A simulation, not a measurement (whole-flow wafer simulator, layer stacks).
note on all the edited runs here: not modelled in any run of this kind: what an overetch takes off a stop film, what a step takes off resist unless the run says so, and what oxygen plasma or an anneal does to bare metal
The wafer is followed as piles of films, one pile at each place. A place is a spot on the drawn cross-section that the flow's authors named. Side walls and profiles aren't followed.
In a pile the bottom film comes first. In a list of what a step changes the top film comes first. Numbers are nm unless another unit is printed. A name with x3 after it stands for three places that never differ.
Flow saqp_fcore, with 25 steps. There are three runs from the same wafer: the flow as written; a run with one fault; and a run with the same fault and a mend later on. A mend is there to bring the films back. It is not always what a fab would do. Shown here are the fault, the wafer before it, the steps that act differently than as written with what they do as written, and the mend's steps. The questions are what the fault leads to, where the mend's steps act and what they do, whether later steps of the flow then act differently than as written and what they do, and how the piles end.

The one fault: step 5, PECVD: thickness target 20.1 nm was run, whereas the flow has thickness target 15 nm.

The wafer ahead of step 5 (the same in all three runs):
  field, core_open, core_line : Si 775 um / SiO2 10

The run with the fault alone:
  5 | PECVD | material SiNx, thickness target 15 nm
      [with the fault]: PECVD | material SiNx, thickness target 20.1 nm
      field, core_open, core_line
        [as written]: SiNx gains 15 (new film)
        [with the fault]: SiNx gains 20.1 (new film)
  Every later step of the flow that is run acts as written at every place that is followed.
  The piles end different from the flow's at field, core_open, core_line by more than 2% or 0.5 nm, whichever is larger.
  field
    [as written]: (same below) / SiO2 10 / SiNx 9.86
    [with the fault]: (same below) / SiO2 10 / SiNx 15
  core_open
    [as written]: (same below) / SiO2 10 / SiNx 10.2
    [with the fault]: (same below) / SiO2 10 / SiNx 15.3
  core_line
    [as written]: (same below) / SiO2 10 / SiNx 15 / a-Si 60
    [with the fault]: (same below) / SiO2 10 / SiNx 20.1 / a-Si 60

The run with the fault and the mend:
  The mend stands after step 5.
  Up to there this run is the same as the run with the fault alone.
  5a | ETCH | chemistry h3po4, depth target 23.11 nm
      field, core_open, core_line
        SiNx loses 20.1 (all of it)
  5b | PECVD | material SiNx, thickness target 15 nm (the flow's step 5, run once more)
      field, core_open, core_line
        SiNx gains 15 (new film)
  Every later step of the flow that is run acts as written at every place that is followed.
  At every place that both follow, the piles at the end match the flow's.
